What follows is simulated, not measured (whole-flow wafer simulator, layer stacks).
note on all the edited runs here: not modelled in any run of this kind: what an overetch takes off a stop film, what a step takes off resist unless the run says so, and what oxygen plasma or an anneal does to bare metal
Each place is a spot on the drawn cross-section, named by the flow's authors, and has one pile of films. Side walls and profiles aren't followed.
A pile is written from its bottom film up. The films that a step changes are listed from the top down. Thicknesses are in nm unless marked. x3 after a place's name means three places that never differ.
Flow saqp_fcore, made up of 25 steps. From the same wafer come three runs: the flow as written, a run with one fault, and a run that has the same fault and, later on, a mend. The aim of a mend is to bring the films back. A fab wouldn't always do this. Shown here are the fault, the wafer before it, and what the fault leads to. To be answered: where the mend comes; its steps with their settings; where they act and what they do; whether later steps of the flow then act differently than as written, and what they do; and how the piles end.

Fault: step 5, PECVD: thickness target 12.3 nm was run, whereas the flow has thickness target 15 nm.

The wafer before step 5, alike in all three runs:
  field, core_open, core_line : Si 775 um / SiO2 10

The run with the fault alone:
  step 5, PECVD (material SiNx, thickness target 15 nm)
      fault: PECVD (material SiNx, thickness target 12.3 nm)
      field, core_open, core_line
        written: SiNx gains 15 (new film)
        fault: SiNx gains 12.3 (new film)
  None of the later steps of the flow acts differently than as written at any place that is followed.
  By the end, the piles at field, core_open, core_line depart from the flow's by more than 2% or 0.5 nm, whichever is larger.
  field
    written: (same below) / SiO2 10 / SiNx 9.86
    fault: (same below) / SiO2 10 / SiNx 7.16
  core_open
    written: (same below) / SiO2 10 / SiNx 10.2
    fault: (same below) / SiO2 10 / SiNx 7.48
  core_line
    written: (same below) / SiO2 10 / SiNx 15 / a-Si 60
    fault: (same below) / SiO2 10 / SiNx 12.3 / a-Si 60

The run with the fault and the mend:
  After step 5 comes the mend.
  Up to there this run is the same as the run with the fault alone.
  step 5a, ETCH (chemistry h3po4, depth target 14.14 nm)
      field, core_open, core_line
        SiNx loses 12.3 (all of it)
  step 5b, PECVD (material SiNx, thickness target 15 nm) (the flow's step 5, run once more)
      field, core_open, core_line
        SiNx gains 15 (new film)
  None of the later steps of the flow acts differently than as written at any place that is followed.
  At every place that both follow, the piles at the end match the flow's.
